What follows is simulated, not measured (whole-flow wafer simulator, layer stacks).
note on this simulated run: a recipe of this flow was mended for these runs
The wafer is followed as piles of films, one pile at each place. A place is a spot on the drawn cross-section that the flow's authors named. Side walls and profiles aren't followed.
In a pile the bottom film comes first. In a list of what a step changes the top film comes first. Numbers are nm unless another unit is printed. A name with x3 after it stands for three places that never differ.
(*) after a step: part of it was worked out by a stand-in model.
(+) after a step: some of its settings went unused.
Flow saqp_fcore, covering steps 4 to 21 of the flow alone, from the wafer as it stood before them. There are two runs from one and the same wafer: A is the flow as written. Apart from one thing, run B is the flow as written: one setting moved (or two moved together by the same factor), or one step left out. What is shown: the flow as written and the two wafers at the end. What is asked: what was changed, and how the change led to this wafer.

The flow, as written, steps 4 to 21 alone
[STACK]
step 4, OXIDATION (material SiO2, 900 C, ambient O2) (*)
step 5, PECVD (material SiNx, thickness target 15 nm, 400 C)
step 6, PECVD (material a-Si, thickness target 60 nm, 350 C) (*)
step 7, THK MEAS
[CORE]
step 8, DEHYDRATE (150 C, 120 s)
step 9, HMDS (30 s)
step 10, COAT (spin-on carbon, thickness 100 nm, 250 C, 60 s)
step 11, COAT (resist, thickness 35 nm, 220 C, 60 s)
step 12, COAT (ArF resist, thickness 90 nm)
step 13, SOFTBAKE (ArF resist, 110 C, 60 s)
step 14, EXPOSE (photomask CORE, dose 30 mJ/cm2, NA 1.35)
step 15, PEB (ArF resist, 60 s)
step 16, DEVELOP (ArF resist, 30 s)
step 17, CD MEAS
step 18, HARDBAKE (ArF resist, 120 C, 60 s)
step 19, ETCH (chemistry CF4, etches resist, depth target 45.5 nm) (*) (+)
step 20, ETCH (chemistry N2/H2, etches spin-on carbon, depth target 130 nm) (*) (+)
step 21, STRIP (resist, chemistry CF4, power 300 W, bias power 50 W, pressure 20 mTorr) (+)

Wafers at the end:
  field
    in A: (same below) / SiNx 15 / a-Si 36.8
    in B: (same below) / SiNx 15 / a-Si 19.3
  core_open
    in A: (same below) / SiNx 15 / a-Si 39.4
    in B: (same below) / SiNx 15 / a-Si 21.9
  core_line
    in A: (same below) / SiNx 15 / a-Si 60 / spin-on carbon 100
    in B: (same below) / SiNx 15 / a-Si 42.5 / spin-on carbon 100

Cause: step 6, PECVD: thickness target 42.5 nm was run, whereas the flow has thickness target 60 nm.
One can read it off the wafer: core_line has a-Si 42.5, and step 6 as written asks for 60 nm.

The path from the change to this, step by step:
  step 6, PECVD (material a-Si, thickness target 60 nm, 350 C) (*)
      field, core_open, core_line: A +60 a-Si (new film) | B +42.5 a-Si (new film)
